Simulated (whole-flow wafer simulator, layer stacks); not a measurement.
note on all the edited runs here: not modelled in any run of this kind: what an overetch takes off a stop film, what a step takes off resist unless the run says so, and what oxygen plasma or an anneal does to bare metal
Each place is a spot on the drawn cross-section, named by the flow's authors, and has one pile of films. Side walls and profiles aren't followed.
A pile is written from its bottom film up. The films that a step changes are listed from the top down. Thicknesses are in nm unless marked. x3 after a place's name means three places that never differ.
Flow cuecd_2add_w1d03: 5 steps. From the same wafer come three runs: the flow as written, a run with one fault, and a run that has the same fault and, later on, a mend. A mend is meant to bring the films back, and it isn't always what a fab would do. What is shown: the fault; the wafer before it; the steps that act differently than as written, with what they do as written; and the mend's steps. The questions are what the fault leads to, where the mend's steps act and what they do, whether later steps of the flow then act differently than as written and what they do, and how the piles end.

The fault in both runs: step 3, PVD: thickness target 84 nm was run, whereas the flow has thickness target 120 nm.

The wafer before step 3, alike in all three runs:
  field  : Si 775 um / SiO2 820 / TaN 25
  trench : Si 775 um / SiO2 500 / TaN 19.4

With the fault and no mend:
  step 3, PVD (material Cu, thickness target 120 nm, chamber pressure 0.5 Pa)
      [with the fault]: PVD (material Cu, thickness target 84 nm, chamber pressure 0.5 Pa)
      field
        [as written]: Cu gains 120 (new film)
        [with the fault]: Cu gains 84 (new film)
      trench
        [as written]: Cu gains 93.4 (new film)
        [with the fault]: Cu gains 65.5 (new film)
  Every later step of the flow that is run acts as written, at every place that is followed, to within 2% or 0.5 nm, whichever is larger.
  At field, trench, the piles at the end differ from the flow's by more than 2% or 0.5 nm, whichever is larger.
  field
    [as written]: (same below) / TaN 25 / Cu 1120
    [with the fault]: (same below) / TaN 25 / Cu 1084
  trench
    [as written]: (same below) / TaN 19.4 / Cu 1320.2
    [with the fault]: (same below) / TaN 19.4 / Cu 1282.2

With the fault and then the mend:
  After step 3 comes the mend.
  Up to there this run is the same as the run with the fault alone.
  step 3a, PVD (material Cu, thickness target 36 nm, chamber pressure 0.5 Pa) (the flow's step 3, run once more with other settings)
      field
        Cu gains 36
      trench
        Cu gains 27.1
  Every later step of the flow that is run acts as written, at every place that is followed, to within 2% or 0.5 nm, whichever is larger.
  By the end, the piles equal the flow's at every place that both follow.
